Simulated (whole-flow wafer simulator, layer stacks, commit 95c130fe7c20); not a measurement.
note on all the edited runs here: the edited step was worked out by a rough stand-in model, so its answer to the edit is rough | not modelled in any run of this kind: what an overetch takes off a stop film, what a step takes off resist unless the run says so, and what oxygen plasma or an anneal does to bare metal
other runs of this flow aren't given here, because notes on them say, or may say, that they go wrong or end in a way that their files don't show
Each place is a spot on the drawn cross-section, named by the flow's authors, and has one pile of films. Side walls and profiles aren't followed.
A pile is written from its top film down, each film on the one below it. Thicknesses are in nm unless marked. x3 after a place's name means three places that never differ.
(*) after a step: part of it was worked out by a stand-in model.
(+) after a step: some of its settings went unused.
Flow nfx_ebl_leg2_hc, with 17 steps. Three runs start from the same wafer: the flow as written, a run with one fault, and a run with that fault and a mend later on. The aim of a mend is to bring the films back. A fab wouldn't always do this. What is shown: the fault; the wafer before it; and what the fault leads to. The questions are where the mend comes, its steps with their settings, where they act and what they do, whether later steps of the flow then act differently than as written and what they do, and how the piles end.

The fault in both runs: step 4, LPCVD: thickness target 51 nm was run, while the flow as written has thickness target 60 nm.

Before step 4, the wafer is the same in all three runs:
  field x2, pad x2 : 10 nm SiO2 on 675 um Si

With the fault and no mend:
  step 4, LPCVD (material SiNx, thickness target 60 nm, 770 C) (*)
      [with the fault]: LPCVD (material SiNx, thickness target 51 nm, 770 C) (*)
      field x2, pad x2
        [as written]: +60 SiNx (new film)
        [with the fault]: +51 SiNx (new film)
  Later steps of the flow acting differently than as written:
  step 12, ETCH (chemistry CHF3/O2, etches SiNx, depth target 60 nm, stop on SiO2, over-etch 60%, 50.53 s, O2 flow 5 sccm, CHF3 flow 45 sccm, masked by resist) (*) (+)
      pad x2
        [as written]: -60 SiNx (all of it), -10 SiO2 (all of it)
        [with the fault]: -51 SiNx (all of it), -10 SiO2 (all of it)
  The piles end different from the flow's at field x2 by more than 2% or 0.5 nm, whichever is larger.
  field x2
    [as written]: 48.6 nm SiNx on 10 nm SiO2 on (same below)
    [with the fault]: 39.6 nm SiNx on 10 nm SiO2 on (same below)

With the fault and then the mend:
  The mend stands after step 5.
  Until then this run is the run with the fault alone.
  step 5a, LPCVD (material SiNx, thickness target 9 nm, 770 C) (*) (a further turn of the flow's step 4, with different settings)
      field x2, pad x2
        +9 SiNx
  Later steps of the flow that are run all act as written at every place that is followed.
  At every place that both follow, the piles at the end match the flow's.
